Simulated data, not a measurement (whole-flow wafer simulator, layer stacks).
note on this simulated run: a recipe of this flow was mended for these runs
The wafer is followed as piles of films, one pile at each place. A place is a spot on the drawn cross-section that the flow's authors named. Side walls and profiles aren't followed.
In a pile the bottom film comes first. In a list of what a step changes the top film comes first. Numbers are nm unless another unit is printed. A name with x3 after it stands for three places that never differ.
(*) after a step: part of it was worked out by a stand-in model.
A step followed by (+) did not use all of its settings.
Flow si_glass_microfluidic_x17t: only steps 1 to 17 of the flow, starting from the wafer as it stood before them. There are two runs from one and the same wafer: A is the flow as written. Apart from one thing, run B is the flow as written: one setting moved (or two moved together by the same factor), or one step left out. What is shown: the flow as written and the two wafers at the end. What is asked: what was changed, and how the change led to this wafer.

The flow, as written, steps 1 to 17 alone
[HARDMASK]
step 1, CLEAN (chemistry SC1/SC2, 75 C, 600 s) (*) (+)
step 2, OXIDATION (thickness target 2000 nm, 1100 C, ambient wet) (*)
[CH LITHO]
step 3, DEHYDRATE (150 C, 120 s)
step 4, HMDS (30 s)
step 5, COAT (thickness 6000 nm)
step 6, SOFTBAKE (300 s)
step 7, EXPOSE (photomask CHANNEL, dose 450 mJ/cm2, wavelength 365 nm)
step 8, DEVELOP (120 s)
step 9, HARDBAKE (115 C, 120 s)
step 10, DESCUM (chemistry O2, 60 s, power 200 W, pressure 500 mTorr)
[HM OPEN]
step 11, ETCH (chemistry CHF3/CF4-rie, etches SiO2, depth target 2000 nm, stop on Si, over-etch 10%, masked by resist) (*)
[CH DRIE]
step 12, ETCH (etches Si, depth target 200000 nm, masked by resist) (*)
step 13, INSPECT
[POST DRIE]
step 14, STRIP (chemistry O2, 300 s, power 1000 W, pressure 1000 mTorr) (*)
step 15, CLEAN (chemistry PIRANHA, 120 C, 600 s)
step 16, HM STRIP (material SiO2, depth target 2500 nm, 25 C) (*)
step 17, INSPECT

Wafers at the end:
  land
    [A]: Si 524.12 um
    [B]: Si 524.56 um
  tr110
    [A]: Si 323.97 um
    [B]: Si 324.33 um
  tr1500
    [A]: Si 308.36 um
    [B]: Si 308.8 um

The reason: step 2, OXIDATION: thickness target 1000 nm was run, though the flow has thickness target 2000 nm.

How this came from the change, step by step:
  step 2, OXIDATION (thickness target 2000 nm, 1100 C, ambient wet) (*)
      land, tr110, tr1500, tr15: A +2000 SiO2 (new film), -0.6 chemical SiO2 (all of it), -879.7 Si | B +1000 SiO2 (new film), -0.6 chemical SiO2 (all of it), -439.7 Si
  step 11, ETCH (chemistry CHF3/CF4-rie, etches SiO2, depth target 2000 nm, stop on Si, over-etch 10%, masked by resist) (*)
      tr110, tr1500, tr15: A -2000 SiO2 (all of it), -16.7 Si | B -1000 SiO2 (all of it), -100 Si
      land: A -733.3 thick-i-line-resist | B -366.7 thick-i-line-resist
  step 12, ETCH (etches Si, depth target 200000 nm, masked by resist) (*)
      tr1500: A -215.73 um Si | B -215.65 um Si
      tr15: A -149.99 um Si | B -150.19 um Si
  step 14, STRIP (chemistry O2, 300 s, power 1000 W, pressure 1000 mTorr) (*)
      land: A -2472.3 thick-i-line-resist (all of it) | B -2840 thick-i-line-resist (all of it)
  step 16, HM STRIP (material SiO2, depth target 2500 nm, 25 C) (*)
      land: A -2000 SiO2 (all of it) | B -1000 SiO2 (all of it)
